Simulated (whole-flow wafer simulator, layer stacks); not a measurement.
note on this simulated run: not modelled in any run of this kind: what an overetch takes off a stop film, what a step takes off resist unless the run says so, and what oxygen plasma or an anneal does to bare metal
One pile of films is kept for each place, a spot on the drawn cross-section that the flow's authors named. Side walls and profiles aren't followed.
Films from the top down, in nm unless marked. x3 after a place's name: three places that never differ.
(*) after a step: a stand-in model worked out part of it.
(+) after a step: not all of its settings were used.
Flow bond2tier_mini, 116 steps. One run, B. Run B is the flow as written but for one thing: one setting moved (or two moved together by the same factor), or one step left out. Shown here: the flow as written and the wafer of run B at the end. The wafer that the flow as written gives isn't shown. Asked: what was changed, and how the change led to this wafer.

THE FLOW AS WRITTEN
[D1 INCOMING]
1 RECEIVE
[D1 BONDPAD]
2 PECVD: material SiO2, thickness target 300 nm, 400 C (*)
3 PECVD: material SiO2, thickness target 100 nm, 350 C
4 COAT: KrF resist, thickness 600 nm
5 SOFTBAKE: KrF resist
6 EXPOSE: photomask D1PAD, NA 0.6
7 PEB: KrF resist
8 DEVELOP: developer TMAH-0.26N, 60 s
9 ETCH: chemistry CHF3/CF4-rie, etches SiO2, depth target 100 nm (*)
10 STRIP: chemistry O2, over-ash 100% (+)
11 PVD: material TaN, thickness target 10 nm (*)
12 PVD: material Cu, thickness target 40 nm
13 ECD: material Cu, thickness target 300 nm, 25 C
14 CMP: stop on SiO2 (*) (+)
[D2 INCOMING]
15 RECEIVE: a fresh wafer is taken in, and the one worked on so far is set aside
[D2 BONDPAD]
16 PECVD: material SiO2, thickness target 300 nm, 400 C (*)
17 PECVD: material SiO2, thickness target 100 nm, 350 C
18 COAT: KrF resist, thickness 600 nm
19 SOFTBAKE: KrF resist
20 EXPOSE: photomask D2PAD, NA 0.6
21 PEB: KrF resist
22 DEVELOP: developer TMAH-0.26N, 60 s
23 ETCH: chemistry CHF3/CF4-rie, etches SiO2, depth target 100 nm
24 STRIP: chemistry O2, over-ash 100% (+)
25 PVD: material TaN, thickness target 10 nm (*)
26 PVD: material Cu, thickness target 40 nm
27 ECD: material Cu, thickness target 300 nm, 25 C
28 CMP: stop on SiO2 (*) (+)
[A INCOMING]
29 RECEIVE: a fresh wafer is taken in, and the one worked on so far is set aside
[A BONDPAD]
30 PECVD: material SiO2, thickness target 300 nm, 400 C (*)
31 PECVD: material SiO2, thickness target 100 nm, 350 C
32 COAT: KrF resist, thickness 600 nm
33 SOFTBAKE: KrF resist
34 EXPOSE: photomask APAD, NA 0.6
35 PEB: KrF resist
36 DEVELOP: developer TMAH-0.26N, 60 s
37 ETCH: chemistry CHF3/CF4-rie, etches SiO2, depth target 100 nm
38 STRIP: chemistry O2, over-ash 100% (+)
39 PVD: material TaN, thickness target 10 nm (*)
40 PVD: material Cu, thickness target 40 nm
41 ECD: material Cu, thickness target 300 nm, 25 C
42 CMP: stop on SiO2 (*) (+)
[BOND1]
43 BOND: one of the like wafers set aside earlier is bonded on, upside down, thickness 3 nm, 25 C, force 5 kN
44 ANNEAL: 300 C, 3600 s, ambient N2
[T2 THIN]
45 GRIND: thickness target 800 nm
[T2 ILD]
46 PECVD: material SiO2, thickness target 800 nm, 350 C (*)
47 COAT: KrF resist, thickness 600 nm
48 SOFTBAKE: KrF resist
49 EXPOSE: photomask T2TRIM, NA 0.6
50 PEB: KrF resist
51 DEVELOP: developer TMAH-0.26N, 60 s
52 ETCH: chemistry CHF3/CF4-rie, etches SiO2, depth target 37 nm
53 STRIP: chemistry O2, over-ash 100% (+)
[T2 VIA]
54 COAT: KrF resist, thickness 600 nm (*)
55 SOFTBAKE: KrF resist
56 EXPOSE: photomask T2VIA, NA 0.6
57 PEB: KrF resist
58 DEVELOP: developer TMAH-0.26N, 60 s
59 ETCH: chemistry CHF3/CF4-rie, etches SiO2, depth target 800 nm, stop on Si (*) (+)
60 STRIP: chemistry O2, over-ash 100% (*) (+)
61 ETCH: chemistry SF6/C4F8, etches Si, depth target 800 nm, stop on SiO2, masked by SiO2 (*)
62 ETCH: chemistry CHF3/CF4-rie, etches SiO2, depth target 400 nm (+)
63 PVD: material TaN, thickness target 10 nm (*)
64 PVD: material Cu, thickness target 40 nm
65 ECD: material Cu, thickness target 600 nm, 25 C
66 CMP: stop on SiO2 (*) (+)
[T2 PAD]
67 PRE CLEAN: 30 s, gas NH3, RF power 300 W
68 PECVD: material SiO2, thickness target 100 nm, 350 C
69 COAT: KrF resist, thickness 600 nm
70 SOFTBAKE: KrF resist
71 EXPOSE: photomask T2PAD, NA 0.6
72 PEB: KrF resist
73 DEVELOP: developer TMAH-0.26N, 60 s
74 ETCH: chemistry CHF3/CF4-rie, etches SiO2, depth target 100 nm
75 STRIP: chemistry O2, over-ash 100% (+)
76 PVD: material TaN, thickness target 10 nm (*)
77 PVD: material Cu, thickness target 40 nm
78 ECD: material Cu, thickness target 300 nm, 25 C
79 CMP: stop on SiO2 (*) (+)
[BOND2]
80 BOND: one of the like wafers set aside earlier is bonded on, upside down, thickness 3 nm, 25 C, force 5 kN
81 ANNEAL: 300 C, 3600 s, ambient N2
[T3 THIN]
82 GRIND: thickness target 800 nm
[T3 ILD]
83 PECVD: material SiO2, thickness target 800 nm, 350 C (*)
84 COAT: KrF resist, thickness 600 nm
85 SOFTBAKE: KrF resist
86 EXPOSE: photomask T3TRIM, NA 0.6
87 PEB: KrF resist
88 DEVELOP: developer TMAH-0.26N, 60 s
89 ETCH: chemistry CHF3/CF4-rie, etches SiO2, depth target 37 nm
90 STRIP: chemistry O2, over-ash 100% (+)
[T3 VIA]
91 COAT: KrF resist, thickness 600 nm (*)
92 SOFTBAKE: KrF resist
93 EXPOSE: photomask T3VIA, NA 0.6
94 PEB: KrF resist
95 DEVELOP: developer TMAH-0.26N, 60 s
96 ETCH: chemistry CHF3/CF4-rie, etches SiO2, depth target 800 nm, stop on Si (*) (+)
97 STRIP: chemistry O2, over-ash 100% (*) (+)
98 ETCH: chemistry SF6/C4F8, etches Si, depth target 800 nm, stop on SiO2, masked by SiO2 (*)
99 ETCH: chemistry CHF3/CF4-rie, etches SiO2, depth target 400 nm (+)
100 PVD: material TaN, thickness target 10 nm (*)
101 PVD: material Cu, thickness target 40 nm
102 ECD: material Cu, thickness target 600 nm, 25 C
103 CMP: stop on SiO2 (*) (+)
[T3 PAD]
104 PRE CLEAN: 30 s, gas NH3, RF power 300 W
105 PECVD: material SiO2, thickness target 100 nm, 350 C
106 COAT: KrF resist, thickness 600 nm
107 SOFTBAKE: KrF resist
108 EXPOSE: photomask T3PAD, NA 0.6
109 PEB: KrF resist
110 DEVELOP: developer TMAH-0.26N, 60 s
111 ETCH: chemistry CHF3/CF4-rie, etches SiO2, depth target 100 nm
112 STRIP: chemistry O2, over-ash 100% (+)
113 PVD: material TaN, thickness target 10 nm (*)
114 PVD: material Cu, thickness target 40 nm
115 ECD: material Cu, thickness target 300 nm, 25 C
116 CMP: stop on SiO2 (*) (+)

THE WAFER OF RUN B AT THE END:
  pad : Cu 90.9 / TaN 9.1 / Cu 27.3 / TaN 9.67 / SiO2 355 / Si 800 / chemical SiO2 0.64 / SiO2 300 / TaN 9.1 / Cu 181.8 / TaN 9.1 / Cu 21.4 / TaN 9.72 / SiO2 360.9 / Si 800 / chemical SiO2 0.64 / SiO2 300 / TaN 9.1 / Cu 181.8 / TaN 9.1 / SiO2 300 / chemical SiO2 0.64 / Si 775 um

The cause: step 52, ETCH: depth target 31.1 nm was run, where the flow has depth target 37 nm.

How the change led to this, step by step:
  52 ETCH: chemistry CHF3/CF4-rie, etches SiO2, depth target 37 nm
      pad, via: SiO2 -31.1 (as written it would be: SiO2 -37)
      field: KrF resist -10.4 (as written it would be: KrF resist -12.3)
